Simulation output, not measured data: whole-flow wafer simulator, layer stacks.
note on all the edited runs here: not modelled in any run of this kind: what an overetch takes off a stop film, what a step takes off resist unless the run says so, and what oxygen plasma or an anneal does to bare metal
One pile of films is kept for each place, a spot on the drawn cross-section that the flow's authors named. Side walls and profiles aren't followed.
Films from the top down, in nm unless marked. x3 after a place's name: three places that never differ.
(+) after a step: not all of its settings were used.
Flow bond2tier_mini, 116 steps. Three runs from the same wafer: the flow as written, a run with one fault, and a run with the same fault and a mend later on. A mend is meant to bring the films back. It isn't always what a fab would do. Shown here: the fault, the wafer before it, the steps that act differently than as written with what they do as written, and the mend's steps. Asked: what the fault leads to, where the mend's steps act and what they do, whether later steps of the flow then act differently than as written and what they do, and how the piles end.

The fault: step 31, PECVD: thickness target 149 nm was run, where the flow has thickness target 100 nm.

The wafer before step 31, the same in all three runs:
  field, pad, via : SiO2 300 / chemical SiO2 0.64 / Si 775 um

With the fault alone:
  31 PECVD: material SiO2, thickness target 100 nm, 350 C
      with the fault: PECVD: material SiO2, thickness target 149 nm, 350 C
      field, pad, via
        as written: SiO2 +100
        with the fault: SiO2 +149
  No later step of the flow acts differently than as written at any place that is followed.
  At the end the piles differ from the flow's by more than 2% or 0.5 nm, whichever is larger, at field, pad.
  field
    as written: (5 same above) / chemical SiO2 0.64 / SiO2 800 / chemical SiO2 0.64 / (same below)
    with the fault: (5 same above) / chemical SiO2 0.64 / SiO2 849 / chemical SiO2 0.64 / (same below)
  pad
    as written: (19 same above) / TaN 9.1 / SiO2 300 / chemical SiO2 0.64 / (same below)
    with the fault: (19 same above) / TaN 9.1 / SiO2 349 / chemical SiO2 0.64 / (same below)

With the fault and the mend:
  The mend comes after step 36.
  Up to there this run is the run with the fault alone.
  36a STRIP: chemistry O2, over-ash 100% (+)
      field
        KrF resist -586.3 (all of it)
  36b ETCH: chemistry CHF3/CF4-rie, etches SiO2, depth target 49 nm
      field, pad, via
        SiO2 -49
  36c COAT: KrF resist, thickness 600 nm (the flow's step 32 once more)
      field, pad, via
        KrF resist +600 (new film)
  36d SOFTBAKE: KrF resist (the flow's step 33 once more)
      changes no film at any place that is followed
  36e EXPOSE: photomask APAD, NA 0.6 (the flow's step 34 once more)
      changes no film at any place that is followed
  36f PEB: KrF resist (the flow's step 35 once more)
      changes no film at any place that is followed
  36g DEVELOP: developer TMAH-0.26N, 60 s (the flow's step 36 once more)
      pad, via
        KrF resist -600 (all of it)
      field
        KrF resist -13.7
  No later step of the flow acts differently than as written at any place that is followed.
  At the end the piles are the same as the flow's at every place that both follow.
